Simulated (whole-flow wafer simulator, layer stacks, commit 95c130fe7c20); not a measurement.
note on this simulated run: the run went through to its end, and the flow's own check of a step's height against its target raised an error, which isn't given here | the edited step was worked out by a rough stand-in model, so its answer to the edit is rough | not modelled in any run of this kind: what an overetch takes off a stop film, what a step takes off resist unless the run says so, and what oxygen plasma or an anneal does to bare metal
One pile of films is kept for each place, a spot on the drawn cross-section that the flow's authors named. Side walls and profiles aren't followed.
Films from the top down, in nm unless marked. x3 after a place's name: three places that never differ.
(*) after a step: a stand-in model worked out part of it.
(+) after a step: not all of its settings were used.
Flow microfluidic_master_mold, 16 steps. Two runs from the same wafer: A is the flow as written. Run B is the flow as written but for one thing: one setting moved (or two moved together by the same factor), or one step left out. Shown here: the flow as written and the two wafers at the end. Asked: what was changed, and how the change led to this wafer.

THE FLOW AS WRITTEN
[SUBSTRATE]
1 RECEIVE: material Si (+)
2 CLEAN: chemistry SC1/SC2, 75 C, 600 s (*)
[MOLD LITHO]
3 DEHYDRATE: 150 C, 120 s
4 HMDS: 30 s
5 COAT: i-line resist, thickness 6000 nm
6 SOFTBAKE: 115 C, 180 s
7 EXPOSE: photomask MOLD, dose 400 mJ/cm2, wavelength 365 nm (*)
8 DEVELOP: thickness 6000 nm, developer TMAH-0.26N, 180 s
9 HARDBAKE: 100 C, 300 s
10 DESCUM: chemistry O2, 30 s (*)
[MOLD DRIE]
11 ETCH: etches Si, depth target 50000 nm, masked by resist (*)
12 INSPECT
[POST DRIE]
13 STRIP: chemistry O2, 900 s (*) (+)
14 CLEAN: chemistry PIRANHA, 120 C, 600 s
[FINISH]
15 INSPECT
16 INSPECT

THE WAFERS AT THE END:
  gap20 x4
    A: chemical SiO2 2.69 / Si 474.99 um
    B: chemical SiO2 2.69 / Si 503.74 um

The cause: step 11, ETCH: depth target 21250 nm was run, where the flow has depth target 50000 nm.

How the change led to this, step by step:
  11 ETCH: etches Si, depth target 50000 nm, masked by resist (*)
      gap20 x4: A chemical SiO2 -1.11 (all of it), Si -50 um | B chemical SiO2 -1.11 (all of it), Si -21.25 um
      ridge: A i-line resist -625 | B i-line resist -265.6
  13 STRIP: chemistry O2, 900 s (*) (+)
      ridge: A i-line resist -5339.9 (all of it), chemical SiO2 +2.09, Si -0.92 | B i-line resist -5699.3 (all of it), chemical SiO2 +2.09, Si -0.92
